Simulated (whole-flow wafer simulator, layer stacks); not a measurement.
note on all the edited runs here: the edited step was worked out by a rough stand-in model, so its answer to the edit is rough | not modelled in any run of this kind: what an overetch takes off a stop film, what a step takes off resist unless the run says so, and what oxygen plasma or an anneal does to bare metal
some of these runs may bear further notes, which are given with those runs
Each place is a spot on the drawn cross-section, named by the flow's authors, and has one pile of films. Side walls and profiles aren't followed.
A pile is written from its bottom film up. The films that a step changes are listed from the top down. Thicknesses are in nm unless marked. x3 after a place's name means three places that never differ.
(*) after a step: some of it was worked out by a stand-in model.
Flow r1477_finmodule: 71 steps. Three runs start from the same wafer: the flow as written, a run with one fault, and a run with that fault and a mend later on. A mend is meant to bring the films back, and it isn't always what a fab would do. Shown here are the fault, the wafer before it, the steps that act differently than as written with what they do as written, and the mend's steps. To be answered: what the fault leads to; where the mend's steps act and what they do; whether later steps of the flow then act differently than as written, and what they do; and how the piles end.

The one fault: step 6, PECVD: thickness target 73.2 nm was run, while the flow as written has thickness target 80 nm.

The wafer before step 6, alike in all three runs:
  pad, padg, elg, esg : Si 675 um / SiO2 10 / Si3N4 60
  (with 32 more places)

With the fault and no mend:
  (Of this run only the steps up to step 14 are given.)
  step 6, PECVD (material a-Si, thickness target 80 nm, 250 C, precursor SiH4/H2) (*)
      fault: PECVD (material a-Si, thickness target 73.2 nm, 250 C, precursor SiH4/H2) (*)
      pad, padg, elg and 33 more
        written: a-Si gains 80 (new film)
        fault: a-Si gains 73.2 (new film)
  None of the later steps of the flow up to step 14 acts differently than as written at any place that is followed.
  Once step 14 is done, the piles at pad, padg, elg and 33 more depart from the flow's by more than 2% or 0.5 nm, whichever is larger.
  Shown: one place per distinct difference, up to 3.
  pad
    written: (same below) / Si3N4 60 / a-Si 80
    fault: (same below) / Si3N4 60 / a-Si 73.2
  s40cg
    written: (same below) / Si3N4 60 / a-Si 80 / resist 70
    fault: (same below) / Si3N4 60 / a-Si 73.2 / resist 70

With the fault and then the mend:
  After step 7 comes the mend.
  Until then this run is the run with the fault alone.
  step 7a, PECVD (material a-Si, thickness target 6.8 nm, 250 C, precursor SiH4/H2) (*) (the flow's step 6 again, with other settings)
      pad, padg, elg and 33 more
        a-Si gains 6.8
  None of the later steps of the flow acts differently than as written at any place that is followed.
  At every place that both follow, the piles at the end match the flow's.
